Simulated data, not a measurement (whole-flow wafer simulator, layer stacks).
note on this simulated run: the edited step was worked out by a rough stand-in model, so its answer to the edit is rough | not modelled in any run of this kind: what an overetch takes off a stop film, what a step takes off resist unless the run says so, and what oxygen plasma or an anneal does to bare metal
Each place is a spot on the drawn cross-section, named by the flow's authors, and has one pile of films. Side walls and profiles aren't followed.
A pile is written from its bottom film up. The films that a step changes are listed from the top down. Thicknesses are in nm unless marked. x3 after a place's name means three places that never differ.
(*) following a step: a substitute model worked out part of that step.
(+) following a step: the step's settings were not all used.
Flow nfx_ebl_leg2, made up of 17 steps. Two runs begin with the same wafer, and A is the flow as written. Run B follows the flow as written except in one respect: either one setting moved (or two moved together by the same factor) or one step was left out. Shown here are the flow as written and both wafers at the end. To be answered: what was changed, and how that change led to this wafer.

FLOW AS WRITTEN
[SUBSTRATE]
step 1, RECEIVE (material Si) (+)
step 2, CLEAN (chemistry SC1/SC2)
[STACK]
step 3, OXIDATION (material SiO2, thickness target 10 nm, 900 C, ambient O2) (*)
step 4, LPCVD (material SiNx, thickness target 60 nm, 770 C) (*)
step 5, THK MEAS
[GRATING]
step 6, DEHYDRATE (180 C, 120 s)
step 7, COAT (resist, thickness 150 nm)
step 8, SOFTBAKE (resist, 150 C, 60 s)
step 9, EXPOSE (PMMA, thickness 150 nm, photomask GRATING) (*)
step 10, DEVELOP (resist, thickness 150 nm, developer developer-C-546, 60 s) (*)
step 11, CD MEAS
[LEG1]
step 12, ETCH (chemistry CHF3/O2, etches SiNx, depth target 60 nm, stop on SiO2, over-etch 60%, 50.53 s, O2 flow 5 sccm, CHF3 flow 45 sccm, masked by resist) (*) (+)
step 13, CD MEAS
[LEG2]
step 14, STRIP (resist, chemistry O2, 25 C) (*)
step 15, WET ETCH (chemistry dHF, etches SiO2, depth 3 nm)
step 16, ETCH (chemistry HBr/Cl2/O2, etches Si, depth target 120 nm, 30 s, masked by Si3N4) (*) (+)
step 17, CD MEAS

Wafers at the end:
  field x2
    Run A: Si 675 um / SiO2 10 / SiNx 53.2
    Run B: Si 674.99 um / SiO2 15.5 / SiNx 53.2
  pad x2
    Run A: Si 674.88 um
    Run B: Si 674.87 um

Cause: step 3, OXIDATION: thickness target 15.5 nm was run, whereas the flow has thickness target 10 nm.
One can read it off the wafer: field x2 has SiO2 15.5, and step 3 as written asks for 10 nm.

Step by step, how the change led to this:
  step 3, OXIDATION (material SiO2, thickness target 10 nm, 900 C, ambient O2) (*)
      field x2, pad x2: A +10 SiO2 (new film), -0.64 chemical SiO2 (all of it), -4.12 Si | B +15.5 SiO2 (new film), -0.64 chemical SiO2 (all of it), -6.54 Si
  step 12, ETCH (chemistry CHF3/O2, etches SiNx, depth target 60 nm, stop on SiO2, over-etch 60%, 50.53 s, O2 flow 5 sccm, CHF3 flow 45 sccm, masked by resist) (*) (+)
      pad x2: A -60 SiNx (all of it), -10 SiO2 (all of it) | B -60 SiNx (all of it), -15.5 SiO2 (all of it)
